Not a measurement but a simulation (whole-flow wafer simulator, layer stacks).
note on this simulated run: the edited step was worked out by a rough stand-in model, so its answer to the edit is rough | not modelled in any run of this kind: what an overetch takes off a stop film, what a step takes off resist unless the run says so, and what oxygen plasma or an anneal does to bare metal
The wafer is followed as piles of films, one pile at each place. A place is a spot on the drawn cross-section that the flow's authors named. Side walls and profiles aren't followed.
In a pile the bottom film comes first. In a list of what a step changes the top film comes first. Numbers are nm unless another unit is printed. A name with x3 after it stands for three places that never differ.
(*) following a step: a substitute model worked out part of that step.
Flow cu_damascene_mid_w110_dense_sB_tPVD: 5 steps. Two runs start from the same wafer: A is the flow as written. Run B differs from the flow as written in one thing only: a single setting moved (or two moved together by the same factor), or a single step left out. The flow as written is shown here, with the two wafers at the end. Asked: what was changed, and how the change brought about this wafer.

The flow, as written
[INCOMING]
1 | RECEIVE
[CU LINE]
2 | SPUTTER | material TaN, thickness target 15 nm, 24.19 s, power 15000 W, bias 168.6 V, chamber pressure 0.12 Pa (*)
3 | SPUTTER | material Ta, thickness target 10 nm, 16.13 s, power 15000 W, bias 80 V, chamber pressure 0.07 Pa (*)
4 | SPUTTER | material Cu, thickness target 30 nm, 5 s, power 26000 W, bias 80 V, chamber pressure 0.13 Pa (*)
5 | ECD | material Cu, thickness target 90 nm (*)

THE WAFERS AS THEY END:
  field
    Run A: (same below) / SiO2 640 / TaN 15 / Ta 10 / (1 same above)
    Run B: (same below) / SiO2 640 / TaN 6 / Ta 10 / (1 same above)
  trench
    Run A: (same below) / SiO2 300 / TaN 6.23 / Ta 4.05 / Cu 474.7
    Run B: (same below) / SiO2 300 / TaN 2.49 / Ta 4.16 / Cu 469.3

Cause: step 2, SPUTTER: 9.68 s was run, whereas the flow has 24.19 s.

The path from the change to this, step by step:
  2 | SPUTTER | material TaN, thickness target 15 nm, 24.19 s, power 15000 W, bias 168.6 V, chamber pressure 0.12 Pa (*)
      field: A +15 TaN (new film) | B +6 TaN (new film)
      trench: A +6.23 TaN (new film) | B +2.49 TaN (new film)
